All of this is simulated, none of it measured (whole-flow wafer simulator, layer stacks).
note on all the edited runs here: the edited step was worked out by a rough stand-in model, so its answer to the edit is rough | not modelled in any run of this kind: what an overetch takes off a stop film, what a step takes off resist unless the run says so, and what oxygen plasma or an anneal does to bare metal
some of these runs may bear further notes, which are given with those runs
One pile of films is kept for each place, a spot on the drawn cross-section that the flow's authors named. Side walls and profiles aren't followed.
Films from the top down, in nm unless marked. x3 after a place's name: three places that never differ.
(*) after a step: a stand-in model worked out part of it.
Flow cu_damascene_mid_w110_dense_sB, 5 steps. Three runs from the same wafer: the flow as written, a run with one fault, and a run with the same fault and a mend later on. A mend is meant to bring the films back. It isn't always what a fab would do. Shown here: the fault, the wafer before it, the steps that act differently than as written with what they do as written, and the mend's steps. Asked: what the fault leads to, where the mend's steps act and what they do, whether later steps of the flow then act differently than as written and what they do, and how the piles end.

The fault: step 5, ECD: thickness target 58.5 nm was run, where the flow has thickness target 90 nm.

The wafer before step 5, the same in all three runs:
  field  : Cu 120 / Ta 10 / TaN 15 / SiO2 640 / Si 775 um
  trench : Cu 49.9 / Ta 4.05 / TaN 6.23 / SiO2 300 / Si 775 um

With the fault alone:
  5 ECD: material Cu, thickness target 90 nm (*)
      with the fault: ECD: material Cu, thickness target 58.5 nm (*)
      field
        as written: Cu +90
        with the fault: Cu +58.5
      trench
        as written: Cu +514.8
        with the fault: Cu +483.3
  No later step of the flow acts differently than as written at any place that is followed.
  At the end the piles differ from the flow's by more than 2% or 0.5 nm, whichever is larger, at field, trench.
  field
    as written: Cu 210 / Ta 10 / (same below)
    with the fault: Cu 178.5 / Ta 10 / (same below)
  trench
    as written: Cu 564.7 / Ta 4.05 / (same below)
    with the fault: Cu 533.2 / Ta 4.05 / (same below)

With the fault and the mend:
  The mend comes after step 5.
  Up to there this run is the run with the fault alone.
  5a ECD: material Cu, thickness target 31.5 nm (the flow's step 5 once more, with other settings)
      field, trench
        Cu +31.5
  No later step of the flow acts differently than as written at any place that is followed.
  At the end the piles are the same as the flow's at every place that both follow.
